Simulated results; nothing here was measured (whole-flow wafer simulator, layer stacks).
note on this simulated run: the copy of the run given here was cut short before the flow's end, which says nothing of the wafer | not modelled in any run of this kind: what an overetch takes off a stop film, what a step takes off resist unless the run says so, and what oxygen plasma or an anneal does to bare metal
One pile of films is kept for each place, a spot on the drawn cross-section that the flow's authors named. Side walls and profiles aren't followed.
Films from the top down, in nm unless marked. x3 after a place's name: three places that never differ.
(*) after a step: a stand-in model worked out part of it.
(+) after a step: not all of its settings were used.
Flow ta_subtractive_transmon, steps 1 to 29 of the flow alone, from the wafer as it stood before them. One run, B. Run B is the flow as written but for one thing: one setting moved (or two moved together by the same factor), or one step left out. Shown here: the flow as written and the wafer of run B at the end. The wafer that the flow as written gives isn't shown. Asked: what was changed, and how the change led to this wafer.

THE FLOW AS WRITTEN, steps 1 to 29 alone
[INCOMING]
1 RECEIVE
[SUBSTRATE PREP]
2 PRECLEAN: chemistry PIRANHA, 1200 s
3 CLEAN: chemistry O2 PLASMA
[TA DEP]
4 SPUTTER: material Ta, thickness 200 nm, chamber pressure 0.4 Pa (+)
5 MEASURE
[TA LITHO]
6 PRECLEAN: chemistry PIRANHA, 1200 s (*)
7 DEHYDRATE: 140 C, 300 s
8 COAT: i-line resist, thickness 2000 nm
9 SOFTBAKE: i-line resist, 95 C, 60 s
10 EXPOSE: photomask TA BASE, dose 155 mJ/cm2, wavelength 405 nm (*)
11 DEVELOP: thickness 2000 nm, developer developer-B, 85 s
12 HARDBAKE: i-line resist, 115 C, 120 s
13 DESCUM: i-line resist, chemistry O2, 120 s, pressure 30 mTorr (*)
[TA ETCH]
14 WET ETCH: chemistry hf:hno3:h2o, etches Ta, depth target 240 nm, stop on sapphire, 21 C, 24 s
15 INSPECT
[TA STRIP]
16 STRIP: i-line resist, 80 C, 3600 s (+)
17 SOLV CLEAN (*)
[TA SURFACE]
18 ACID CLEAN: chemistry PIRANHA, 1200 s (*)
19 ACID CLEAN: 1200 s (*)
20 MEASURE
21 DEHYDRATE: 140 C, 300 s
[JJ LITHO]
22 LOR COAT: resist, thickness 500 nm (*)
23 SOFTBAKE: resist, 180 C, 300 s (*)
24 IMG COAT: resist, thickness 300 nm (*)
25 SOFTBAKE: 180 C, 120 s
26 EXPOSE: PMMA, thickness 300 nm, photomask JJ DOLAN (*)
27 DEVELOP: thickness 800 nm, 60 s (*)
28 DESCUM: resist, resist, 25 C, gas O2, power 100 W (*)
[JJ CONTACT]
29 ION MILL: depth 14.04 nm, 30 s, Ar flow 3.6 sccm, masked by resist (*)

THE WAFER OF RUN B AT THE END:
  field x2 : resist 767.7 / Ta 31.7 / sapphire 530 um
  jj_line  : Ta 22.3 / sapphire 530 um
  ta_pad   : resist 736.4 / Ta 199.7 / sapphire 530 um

The cause: step 14, WET ETCH: 16.8 s was run, where the flow has 24 s.

How the change led to this, step by step:
  14 WET ETCH: chemistry hf:hno3:h2o, etches Ta, depth target 240 nm, stop on sapphire, 21 C, 24 s
      field x2, jj_line, lead: Ta -168 (as written it would be: Ta -200 (all of it))
  29 ION MILL: depth 14.04 nm, 30 s, Ar flow 3.6 sccm, masked by resist (*)
      jj_line, lead: Ta -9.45 (as written it would be: sapphire -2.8)
Counting metal films that touch as one body, field x2 has 1 body; the flow as written gives 0 bodies.
Counting metal films that touch as one body, jj_line has 1 body; the flow as written gives 0 bodies.
